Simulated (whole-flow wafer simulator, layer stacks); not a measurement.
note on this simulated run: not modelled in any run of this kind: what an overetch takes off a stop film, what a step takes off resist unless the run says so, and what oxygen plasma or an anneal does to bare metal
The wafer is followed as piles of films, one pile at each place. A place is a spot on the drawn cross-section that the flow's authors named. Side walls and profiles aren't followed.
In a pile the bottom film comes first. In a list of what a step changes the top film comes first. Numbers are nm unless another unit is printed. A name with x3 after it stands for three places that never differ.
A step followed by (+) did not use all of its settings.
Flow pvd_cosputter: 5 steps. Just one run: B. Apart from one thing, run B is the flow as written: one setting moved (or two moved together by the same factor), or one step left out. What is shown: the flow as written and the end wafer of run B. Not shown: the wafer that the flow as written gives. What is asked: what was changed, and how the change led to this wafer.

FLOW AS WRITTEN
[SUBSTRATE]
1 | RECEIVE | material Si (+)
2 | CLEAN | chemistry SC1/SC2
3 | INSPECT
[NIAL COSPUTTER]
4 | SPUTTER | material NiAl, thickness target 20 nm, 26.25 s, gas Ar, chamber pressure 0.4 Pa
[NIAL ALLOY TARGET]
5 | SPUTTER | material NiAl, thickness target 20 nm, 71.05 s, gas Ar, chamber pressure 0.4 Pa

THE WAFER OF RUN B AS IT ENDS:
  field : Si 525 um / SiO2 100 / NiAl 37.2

The reason: step 5, SPUTTER: thickness target 17.2 nm was run, whereas the flow has thickness target 20 nm; step 5, SPUTTER: 61.1 s was run, where the flow has 71.05 s.

How this came from the change, step by step:
  5 | SPUTTER | material NiAl, thickness target 20 nm, 71.05 s, gas Ar, chamber pressure 0.4 Pa
      field: NiAl gains 17.2 (as written it would have been: NiAl gains 20)
